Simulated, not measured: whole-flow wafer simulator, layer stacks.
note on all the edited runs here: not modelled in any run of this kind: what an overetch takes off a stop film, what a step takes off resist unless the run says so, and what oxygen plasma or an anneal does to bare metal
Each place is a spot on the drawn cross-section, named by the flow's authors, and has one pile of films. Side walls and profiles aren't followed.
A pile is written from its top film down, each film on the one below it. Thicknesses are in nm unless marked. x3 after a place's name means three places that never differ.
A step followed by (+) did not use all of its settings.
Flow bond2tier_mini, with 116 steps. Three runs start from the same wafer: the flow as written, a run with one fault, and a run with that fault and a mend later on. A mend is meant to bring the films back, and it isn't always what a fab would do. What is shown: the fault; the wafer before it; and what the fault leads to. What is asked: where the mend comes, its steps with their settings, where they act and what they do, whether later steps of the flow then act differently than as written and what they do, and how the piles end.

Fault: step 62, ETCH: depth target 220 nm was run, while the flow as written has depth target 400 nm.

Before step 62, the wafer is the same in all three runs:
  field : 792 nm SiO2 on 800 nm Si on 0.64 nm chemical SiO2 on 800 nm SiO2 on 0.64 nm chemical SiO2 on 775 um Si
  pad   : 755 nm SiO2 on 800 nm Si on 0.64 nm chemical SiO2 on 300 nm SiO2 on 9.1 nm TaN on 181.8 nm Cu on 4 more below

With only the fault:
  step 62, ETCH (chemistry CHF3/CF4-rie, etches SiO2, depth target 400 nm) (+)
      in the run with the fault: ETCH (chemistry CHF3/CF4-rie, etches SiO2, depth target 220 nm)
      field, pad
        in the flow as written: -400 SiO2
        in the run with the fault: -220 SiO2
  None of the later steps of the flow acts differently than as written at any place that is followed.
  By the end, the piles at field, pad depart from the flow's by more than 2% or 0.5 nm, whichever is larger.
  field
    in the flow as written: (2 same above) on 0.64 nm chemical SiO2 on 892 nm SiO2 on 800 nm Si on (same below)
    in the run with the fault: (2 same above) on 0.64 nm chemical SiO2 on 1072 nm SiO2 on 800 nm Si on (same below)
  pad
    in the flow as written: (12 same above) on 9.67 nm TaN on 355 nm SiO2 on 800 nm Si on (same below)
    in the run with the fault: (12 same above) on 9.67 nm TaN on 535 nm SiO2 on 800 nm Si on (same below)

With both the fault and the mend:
  The mend stands after step 62.
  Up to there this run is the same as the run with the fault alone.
  step 62a, ETCH (chemistry CHF3/CF4-rie, etches SiO2, depth target 180 nm) (+) (the flow's step 62, run once more with other settings)
      field, pad
        -180 SiO2
  None of the later steps of the flow acts differently than as written at any place that is followed.
  At every place that both follow, the piles at the end match the flow's.
